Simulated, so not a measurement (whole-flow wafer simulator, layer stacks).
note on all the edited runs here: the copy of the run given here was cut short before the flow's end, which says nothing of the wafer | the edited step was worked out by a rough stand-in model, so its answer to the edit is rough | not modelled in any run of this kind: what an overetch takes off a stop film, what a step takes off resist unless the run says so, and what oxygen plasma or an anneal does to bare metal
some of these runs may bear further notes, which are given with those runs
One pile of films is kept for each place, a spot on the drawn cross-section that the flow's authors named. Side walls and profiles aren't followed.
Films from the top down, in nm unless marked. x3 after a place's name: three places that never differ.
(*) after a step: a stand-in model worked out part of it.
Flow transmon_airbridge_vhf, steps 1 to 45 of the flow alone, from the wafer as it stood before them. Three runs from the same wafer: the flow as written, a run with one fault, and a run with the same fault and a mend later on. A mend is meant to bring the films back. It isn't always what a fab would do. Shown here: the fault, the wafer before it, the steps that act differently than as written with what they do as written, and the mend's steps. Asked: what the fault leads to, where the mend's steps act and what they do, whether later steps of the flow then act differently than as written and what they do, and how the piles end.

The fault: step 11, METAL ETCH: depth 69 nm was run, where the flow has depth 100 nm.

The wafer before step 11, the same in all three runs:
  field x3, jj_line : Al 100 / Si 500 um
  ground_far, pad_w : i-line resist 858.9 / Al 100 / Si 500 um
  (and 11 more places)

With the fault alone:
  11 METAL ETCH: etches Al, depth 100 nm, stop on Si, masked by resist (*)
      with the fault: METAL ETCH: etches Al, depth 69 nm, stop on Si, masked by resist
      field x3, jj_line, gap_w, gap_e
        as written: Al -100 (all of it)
        with the fault: Al -69
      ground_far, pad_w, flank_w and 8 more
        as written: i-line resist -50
        with the fault: i-line resist -34.5
  Later steps of the flow that act differently than as written (17 more steps differ only slightly, by at most 2% or 0.5 nm, whichever is larger, and aren't shown):
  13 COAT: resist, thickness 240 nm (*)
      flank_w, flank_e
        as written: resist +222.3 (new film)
        with the fault: resist +227.4 (new film)
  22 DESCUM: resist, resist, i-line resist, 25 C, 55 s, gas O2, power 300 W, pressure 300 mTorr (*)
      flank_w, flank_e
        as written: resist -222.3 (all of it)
        with the fault: resist -227.4 (all of it)
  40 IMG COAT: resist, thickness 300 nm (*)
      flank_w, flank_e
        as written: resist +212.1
        with the fault: resist +216.5
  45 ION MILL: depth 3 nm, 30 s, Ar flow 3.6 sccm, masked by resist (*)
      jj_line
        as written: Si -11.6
        with the fault: Al -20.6
  At the end the piles differ from the flow's by more than 2% or 0.5 nm, whichever is larger, at field x3, jj_line, gap_w, gap_e.
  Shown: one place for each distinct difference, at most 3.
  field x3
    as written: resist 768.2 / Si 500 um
    with the fault: resist 768.2 / Al 31 / Si 500 um
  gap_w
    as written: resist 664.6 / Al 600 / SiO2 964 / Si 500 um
    with the fault: resist 656.5 / Al 600 / SiO2 964 / Al 31 / Si 500 um
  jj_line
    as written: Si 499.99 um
    with the fault: Al 10.4 / Si 500 um

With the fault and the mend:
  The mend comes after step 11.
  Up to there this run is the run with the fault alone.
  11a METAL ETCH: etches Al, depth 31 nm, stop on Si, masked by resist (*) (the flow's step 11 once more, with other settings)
      ground_far, pad_w, flank_w and 8 more
        i-line resist -15.5
      field x3, jj_line, gap_w, gap_e
        Al -31 (all of it)
  No later step of the flow acts differently than as written at any place that is followed.
  At the end the piles are the same as the flow's at every place that both follow.
